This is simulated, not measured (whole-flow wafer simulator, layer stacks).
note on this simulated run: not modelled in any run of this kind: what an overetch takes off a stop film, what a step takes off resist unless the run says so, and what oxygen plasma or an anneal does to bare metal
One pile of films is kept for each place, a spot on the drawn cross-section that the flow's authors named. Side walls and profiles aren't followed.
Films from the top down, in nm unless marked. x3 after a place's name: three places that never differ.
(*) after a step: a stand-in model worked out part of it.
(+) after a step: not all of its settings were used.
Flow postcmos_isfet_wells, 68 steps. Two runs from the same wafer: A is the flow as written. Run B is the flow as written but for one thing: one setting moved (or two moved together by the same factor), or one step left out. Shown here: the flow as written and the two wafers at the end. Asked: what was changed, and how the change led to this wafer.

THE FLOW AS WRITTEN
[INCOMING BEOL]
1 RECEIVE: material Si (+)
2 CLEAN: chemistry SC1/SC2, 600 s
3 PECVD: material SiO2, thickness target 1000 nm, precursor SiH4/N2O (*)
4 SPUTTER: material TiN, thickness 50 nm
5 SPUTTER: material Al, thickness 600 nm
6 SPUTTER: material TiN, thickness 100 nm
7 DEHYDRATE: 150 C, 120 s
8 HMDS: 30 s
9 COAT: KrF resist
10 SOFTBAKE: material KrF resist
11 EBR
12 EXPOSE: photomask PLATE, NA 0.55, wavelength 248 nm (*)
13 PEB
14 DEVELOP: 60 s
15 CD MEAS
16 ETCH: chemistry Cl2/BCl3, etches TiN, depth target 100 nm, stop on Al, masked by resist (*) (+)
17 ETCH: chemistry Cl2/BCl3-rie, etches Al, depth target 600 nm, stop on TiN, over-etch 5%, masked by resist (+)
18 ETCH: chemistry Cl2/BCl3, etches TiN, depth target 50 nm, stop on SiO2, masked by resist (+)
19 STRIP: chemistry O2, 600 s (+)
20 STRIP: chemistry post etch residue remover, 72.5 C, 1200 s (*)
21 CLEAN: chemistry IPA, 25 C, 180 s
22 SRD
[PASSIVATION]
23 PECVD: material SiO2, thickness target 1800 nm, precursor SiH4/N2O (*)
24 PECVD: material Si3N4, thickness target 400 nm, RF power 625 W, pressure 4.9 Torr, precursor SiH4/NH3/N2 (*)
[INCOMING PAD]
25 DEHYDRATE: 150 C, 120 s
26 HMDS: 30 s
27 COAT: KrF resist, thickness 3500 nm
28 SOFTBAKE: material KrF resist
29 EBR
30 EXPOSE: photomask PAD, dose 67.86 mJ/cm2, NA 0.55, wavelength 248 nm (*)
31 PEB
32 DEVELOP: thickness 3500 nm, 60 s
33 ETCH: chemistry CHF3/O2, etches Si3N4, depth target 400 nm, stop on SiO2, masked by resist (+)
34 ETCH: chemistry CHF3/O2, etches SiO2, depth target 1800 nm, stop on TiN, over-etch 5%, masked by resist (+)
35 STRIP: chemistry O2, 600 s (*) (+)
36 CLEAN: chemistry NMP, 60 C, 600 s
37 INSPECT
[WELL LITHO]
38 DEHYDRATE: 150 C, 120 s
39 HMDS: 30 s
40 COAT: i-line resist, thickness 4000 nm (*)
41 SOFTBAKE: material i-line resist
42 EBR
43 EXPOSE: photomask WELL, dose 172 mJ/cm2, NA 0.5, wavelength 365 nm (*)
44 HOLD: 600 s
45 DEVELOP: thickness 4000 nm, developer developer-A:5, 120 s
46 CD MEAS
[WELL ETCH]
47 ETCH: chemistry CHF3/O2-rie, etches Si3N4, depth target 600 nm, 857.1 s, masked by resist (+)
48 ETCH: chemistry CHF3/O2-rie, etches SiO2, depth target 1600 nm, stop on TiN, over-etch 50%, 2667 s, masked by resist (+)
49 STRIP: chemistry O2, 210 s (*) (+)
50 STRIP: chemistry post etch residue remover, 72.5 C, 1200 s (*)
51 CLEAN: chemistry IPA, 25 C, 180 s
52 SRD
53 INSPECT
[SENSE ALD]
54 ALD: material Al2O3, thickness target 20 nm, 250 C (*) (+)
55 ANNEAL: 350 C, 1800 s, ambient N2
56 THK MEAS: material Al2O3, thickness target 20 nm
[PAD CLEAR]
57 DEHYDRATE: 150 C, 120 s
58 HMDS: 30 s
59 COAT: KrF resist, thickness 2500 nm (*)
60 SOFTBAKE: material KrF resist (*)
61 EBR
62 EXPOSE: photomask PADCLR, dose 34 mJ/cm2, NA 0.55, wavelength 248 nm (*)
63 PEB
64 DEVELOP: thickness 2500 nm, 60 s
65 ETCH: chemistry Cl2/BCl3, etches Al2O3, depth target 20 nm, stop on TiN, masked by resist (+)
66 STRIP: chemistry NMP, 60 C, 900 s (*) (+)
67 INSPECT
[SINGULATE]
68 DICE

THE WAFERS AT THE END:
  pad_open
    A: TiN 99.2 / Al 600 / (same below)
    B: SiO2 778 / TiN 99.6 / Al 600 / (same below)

The cause: step 34, ETCH: depth target 1022 nm was run, where the flow has depth target 1800 nm.

How the change led to this, step by step:
  34 ETCH: chemistry CHF3/O2, etches SiO2, depth target 1800 nm, stop on TiN, over-etch 5%, masked by resist (+)
      pad_open: A SiO2 -1800 (all of it) | B SiO2 -1022
      field, margin, well900, well1300, well2000, well3000, pad_rim, pad_clr: A KrF resist -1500 | B KrF resist -851.7
  35 STRIP: chemistry O2, 600 s (*) (+)
      field, margin, well900, well1300, well2000, well3000, pad_rim, pad_clr: A KrF resist -1638.4 (all of it) | B KrF resist -2286.8 (all of it)
  40 COAT: i-line resist, thickness 4000 nm (*)
      pad_clr: A i-line resist +3256.8 (new film) | B i-line resist +3505.2 (new film)
      pad_open: A i-line resist +4804.7 (new film) | B i-line resist +4523.9 (new film)
  41 SOFTBAKE: material i-line resist
      pad_clr: A i-line resist -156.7 | B i-line resist -84.6
      pad_open: A i-line resist +115.3 | B i-line resist +78.5
  49 STRIP: chemistry O2, 210 s (*) (+)
      pad_clr: A i-line resist -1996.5 (all of it) | B i-line resist -2317 (all of it)
      pad_open: A i-line resist -3816.3 (all of it) | B i-line resist -3498.8 (all of it)
  59 COAT: KrF resist, thickness 2500 nm (*)
      pad_rim: A KrF resist +1976.4 (new film) | B KrF resist +2157.1 (new film)
      pad_clr: A KrF resist +1691.6 (new film) | B KrF resist +1960.4 (new film)
      (and at 1 more place)
  60 SOFTBAKE: material KrF resist (*)
      pad_rim: A nothing | B KrF resist -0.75
      pad_clr: A KrF resist -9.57 | B KrF resist -6.48
  64 DEVELOP: thickness 2500 nm, 60 s
      pad_clr: A KrF resist -1682 (all of it) | B KrF resist -1953.9 (all of it)
      pad_open: A KrF resist -3067.2 (all of it) | B KrF resist -2868 (all of it)
  66 STRIP: chemistry NMP, 60 C, 900 s (*) (+)
      pad_rim: A KrF resist -1937.7 (all of it) | B KrF resist -2117.6 (all of it)
